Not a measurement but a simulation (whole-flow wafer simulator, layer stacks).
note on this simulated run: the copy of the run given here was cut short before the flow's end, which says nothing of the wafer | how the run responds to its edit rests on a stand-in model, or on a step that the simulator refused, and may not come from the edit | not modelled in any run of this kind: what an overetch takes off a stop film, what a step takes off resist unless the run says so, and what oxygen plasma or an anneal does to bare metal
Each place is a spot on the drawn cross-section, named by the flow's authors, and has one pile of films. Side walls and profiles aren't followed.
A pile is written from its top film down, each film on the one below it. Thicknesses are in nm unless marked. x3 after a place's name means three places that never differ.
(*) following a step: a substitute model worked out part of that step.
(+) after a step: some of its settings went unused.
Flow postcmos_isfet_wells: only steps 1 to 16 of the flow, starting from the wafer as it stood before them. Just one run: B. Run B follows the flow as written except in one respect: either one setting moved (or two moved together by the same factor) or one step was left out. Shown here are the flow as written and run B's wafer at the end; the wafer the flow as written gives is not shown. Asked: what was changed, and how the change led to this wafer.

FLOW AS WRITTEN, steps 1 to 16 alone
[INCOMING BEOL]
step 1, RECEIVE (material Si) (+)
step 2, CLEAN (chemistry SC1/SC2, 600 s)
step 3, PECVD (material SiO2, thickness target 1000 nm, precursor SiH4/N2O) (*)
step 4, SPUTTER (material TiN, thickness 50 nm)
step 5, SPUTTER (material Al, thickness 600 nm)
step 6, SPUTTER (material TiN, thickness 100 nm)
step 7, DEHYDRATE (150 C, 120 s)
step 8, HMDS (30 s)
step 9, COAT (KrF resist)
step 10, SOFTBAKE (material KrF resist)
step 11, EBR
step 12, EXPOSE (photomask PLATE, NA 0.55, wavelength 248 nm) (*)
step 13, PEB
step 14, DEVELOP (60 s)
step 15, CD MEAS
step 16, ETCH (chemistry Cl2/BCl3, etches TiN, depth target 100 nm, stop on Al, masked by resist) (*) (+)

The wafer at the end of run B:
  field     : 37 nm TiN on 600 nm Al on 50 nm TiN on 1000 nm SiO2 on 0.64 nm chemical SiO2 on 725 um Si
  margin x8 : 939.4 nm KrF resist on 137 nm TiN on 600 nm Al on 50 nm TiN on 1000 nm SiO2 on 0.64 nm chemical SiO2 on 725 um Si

Cause: step 6, SPUTTER: thickness 137 nm was run, whereas the flow has thickness 100 nm.
One can read it off the wafer: margin x8 has TiN 137, and step 6 as written asks for 100 nm.

How this came from the change, step by step:
  step 6, SPUTTER (material TiN, thickness 100 nm)
      field, margin x8: TiN gains 137 (new film) (as written it would have been: TiN gains 100 (new film))
  step 16, ETCH (chemistry Cl2/BCl3, etches TiN, depth target 100 nm, stop on Al, masked by resist) (*) (+)
      field: TiN loses 100 (as written it would have been: TiN loses 100 (all of it))
